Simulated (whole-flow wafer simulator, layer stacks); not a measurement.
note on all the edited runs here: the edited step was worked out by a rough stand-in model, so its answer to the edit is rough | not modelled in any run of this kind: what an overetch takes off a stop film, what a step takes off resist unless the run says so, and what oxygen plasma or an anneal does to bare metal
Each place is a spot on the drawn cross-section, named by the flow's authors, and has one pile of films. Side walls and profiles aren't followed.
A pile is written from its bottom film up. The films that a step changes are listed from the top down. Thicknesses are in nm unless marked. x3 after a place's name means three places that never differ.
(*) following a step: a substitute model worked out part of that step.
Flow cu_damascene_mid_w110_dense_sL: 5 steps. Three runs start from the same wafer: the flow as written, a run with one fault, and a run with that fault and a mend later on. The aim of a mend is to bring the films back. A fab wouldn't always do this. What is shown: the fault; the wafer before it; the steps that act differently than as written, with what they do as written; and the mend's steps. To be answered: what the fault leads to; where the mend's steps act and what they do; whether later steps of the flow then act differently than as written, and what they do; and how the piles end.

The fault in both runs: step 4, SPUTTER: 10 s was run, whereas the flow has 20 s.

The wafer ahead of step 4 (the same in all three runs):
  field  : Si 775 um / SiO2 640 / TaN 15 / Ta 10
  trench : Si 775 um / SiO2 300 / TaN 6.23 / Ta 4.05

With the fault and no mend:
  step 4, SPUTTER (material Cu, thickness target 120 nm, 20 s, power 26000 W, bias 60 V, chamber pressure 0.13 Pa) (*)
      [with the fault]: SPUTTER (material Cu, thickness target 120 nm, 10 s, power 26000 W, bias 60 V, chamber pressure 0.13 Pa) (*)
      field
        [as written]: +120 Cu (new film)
        [with the fault]: +60 Cu (new film)
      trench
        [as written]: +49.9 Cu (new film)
        [with the fault]: +25 Cu (new film)
  Steps later in the flow that act otherwise than as written:
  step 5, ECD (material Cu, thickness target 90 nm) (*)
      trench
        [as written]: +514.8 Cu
        [with the fault]: +479.8 Cu
  At field, trench, the piles at the end differ from the flow's by more than 2% or 0.5 nm, whichever is larger.
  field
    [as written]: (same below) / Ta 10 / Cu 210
    [with the fault]: (same below) / Ta 10 / Cu 150
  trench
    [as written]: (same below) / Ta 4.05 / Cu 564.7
    [with the fault]: (same below) / Ta 4.05 / Cu 504.7

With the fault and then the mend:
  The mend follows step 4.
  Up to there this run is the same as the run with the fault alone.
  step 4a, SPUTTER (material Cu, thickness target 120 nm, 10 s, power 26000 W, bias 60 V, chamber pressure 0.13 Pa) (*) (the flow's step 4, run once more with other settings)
      field
        +60 Cu
      trench
        +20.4 Cu
  Later steps of the flow that are run all act as written at every place that is followed, up to a difference of at most 2% or 0.5 nm, whichever is larger.
  By the end, the piles equal the flow's at every place that both follow.
